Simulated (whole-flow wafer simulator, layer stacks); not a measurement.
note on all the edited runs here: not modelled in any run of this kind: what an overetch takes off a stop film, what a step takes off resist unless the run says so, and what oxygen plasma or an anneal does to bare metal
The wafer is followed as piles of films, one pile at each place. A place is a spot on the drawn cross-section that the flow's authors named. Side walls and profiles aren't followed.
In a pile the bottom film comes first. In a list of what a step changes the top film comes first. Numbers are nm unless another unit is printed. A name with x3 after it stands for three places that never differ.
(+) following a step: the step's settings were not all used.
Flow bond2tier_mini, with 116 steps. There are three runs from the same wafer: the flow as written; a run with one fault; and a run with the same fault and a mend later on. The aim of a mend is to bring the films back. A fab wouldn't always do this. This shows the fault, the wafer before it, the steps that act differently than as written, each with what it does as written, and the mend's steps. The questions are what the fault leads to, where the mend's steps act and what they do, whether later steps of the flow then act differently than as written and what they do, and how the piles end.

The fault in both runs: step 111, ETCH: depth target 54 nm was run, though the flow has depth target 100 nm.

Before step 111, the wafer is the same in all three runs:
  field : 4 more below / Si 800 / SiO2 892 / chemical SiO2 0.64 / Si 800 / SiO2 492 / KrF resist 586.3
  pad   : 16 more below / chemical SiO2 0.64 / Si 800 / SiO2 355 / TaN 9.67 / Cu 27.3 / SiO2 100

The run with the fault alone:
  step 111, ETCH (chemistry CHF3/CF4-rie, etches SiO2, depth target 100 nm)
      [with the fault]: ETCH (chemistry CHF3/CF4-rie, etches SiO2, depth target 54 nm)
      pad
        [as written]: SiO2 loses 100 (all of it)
        [with the fault]: SiO2 loses 54
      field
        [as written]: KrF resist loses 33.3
        [with the fault]: KrF resist loses 18
  Steps later in the flow that act otherwise than as written (1 other step is not shown; it differs only slightly, by no more than 2% or 0.5 nm, whichever is larger):
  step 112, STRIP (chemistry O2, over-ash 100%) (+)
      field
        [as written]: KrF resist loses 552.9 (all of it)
        [with the fault]: KrF resist loses 568.3 (all of it)
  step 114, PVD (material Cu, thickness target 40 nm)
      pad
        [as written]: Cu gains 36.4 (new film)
        [with the fault]: Cu gains 38 (new film)
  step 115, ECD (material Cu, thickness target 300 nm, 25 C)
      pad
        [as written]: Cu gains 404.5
        [with the fault]: Cu gains 356.5
  The piles end different from the flow's at pad by more than 2% or 0.5 nm, whichever is larger.
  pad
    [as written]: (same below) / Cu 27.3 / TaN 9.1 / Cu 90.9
    [with the fault]: (same below) / Cu 27.3 / SiO2 46 / TaN 9.51 / Cu 44.5

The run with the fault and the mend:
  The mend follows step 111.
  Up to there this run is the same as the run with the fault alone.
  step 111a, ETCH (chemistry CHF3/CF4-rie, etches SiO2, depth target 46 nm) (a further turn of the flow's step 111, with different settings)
      field
        KrF resist loses 15.3
      pad
        SiO2 loses 46 (all of it)
  None of the later steps of the flow acts differently than as written at any place that is followed.
  At every place that both follow, the piles at the end match the flow's.
